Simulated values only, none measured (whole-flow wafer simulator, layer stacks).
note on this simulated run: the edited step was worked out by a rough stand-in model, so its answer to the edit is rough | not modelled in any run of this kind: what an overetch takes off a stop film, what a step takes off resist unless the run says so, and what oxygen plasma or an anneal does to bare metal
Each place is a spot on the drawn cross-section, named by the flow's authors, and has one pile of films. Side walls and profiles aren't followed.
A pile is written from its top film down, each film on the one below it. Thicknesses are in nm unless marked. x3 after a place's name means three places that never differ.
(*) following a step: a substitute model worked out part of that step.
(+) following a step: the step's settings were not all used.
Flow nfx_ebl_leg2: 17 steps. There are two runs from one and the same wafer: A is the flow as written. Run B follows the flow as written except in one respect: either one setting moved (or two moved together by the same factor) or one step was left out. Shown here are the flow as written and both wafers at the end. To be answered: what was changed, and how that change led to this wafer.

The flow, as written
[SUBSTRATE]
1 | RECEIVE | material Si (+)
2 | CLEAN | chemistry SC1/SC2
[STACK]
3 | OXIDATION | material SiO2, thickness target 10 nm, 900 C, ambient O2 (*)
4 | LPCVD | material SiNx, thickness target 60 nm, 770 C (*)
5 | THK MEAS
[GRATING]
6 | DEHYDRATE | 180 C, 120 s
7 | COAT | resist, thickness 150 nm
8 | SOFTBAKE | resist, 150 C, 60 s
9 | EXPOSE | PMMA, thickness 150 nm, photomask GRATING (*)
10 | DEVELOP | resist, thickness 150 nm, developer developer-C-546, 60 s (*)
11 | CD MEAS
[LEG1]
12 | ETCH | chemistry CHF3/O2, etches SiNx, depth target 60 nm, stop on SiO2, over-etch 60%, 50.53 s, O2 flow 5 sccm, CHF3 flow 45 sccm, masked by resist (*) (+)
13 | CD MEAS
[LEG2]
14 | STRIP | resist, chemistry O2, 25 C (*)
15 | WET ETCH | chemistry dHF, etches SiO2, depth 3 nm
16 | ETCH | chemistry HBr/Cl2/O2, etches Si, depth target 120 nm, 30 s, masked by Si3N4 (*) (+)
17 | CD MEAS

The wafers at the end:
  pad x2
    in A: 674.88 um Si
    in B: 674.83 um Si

What caused this: step 16, ETCH: depth target 168 nm was run, while the flow as written has depth target 120 nm.

The path from the change to this, step by step:
  16 | ETCH | chemistry HBr/Cl2/O2, etches Si, depth target 120 nm, 30 s, masked by Si3N4 (*) (+)
      pad x2: A Si loses 120 | B Si loses 168
